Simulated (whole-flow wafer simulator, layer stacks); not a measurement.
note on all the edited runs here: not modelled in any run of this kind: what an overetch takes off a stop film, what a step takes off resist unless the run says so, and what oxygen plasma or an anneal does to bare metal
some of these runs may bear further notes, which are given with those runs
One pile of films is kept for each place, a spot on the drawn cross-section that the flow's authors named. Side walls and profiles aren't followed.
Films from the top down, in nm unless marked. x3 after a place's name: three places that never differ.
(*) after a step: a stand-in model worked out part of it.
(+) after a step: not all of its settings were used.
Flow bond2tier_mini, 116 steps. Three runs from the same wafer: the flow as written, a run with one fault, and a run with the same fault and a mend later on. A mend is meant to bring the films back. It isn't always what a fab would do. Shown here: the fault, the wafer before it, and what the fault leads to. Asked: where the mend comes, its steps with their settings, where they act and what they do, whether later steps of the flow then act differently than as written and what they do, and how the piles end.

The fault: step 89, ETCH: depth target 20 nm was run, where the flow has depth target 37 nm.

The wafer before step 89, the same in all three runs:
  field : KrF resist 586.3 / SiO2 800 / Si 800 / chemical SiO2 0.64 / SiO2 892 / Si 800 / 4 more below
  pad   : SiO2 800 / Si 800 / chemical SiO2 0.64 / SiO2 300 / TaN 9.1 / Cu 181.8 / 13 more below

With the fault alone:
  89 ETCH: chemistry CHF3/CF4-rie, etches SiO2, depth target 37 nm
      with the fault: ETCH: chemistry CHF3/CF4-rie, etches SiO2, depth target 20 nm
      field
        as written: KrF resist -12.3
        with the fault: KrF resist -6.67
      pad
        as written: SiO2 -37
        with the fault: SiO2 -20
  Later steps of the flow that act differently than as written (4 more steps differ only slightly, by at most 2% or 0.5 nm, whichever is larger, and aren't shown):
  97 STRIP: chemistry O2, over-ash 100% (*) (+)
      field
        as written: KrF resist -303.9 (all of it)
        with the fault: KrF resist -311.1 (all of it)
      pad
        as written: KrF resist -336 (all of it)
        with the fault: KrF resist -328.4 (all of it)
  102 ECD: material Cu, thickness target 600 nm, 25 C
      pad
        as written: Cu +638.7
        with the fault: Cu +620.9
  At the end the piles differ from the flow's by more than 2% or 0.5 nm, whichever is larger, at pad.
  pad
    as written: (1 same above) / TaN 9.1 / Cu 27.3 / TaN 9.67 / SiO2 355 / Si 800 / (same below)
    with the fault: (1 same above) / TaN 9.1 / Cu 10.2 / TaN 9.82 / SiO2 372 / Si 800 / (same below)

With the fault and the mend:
  The mend comes after step 90.
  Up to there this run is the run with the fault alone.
  90a COAT: KrF resist, thickness 600 nm (*) (the flow's step 84 once more)
      field
        KrF resist +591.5 (new film)
      pad
        KrF resist +608.8 (new film)
  90b SOFTBAKE: KrF resist (the flow's step 85 once more)
      changes no film at any place that is followed
  90c EXPOSE: photomask T3TRIM, NA 0.6 (the flow's step 86 once more)
      changes no film at any place that is followed
  90d PEB: KrF resist (the flow's step 87 once more)
      changes no film at any place that is followed
  90e DEVELOP: developer TMAH-0.26N, 60 s (the flow's step 88 once more)
      field
        KrF resist -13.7
      pad
        KrF resist -608.8 (all of it)
  90f ETCH: chemistry CHF3/CF4-rie, etches SiO2, depth target 17 nm (the flow's step 89 once more, with other settings)
      field
        KrF resist -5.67
      pad
        SiO2 -17
  90g STRIP: chemistry O2, over-ash 100% (+) (the flow's step 90 once more)
      field
        KrF resist -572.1 (all of it)
  No later step of the flow acts differently than as written at any place that is followed.
  At the end the piles are the same as the flow's at every place that both follow.
